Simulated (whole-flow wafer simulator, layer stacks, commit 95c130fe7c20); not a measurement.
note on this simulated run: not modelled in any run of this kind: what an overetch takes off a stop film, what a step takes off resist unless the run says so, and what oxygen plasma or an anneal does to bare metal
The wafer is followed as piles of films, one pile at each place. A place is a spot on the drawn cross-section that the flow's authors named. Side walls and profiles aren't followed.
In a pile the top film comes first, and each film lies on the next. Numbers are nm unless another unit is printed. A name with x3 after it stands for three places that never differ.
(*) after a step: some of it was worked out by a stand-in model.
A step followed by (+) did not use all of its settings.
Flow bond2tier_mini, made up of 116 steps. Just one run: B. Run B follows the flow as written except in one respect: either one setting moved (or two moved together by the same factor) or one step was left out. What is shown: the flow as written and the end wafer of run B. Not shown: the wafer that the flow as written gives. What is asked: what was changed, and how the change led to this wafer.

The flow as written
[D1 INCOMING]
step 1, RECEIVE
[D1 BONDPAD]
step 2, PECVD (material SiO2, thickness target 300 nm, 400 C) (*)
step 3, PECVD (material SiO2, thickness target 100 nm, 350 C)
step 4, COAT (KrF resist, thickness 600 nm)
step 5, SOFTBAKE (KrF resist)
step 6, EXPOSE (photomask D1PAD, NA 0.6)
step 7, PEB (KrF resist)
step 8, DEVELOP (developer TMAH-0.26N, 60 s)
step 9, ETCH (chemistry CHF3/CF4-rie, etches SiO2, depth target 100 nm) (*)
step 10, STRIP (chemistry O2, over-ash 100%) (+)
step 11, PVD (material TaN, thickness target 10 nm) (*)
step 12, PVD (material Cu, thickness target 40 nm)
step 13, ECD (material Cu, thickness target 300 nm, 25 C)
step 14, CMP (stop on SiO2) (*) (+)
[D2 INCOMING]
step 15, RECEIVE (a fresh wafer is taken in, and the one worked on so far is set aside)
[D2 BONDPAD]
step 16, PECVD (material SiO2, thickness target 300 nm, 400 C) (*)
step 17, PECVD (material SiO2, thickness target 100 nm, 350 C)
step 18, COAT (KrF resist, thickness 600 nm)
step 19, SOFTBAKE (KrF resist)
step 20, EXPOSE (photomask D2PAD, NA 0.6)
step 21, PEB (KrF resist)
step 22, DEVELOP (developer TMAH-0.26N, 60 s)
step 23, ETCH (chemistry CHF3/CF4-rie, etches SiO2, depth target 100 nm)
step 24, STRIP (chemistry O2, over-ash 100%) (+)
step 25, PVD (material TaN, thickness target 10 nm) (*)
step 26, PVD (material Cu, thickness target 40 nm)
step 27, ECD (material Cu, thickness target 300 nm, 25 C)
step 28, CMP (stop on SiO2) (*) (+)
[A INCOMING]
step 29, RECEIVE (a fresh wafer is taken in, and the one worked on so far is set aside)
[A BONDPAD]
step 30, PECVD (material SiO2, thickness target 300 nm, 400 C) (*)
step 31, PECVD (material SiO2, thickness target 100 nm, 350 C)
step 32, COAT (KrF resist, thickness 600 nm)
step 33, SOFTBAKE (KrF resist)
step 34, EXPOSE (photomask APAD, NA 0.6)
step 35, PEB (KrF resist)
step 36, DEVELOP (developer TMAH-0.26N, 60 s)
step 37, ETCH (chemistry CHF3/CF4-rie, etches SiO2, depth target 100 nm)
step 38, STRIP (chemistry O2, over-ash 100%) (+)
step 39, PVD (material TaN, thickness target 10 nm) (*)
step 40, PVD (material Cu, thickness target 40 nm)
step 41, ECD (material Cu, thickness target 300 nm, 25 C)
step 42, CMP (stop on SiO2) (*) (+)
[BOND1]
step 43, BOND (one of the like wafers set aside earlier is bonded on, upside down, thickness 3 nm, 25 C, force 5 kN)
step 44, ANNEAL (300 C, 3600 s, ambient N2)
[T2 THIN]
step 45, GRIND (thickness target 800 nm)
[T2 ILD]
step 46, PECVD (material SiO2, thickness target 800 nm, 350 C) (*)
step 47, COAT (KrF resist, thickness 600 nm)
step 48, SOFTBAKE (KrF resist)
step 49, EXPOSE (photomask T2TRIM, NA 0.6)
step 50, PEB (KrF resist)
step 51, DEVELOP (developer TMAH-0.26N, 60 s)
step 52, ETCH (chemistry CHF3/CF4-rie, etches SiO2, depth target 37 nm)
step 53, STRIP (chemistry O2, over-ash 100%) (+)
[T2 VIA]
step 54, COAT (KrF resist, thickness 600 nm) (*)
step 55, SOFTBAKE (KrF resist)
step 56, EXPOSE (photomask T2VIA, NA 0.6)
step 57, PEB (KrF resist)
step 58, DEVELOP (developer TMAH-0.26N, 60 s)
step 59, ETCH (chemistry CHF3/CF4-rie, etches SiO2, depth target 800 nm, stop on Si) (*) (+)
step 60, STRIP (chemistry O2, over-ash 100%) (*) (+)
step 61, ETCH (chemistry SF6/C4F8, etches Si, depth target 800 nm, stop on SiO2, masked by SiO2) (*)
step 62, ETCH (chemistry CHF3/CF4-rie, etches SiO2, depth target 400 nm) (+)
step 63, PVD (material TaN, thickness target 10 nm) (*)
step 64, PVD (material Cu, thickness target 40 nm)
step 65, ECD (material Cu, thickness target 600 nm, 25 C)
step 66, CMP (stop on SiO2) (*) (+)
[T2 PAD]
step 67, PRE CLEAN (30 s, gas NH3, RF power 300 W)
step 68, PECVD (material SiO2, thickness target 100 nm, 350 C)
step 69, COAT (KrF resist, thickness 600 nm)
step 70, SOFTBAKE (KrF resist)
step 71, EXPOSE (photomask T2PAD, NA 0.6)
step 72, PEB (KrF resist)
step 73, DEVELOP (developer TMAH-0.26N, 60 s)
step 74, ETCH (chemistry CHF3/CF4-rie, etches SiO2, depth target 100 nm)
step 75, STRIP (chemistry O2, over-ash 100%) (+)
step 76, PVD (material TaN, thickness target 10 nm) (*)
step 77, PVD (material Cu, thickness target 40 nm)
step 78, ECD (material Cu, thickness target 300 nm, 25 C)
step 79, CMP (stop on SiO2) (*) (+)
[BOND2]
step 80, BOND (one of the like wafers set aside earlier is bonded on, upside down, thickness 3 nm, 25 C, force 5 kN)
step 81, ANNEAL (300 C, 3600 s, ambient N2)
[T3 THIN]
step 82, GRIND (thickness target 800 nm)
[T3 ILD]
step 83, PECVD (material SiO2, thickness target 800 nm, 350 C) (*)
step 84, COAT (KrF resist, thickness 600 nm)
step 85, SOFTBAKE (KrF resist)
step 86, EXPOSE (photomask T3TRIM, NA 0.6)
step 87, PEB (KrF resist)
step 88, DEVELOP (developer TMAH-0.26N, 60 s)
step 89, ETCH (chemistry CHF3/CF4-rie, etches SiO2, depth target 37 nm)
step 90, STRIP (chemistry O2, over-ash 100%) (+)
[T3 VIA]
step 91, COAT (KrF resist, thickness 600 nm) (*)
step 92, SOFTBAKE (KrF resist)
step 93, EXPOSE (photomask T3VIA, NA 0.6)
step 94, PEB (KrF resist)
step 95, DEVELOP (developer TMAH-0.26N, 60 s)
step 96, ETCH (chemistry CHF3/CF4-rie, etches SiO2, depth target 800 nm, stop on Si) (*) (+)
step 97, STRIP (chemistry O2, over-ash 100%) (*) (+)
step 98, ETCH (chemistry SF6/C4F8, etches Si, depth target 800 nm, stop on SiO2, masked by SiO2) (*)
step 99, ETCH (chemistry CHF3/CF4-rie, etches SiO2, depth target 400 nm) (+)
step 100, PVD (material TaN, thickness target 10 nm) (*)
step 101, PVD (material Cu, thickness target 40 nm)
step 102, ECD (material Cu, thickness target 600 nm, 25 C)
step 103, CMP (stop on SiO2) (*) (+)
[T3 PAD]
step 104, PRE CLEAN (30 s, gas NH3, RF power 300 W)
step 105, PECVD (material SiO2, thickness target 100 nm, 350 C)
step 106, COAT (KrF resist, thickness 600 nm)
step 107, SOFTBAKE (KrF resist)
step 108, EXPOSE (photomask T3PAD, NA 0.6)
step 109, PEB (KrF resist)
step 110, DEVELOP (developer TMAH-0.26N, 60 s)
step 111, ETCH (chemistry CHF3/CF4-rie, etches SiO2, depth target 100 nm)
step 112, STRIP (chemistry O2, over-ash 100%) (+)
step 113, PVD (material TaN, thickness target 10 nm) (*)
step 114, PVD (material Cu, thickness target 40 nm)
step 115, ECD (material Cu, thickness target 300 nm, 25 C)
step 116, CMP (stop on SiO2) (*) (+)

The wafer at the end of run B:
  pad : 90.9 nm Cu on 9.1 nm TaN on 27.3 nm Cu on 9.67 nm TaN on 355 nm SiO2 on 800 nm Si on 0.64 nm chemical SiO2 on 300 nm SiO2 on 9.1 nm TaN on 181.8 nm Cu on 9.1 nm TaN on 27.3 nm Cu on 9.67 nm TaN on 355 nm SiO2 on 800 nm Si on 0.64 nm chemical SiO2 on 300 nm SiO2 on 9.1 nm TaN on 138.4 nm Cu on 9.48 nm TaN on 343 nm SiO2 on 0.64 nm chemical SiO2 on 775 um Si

What caused this: step 37, ETCH: depth target 57 nm was run, though the flow has depth target 100 nm.

Step by step, how the change led to this:
  step 37, ETCH (chemistry CHF3/CF4-rie, etches SiO2, depth target 100 nm)
      pad, via: -57 SiO2 (in the flow as written it would be: -100 SiO2)
      field: -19 KrF resist (in the flow as written it would be: -33.3 KrF resist)
  step 38, STRIP (chemistry O2, over-ash 100%) (+)
      field: -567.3 KrF resist (all of it) (in the flow as written it would be: -552.9 KrF resist (all of it))
  step 40, PVD (material Cu, thickness target 40 nm)
      pad: +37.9 Cu (new film) (in the flow as written it would be: +36.4 Cu (new film))
  step 41, ECD (material Cu, thickness target 300 nm, 25 C)
      pad: +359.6 Cu (in the flow as written it would be: +404.5 Cu)
      via: +357 Cu (in the flow as written it would be: +400.2 Cu)
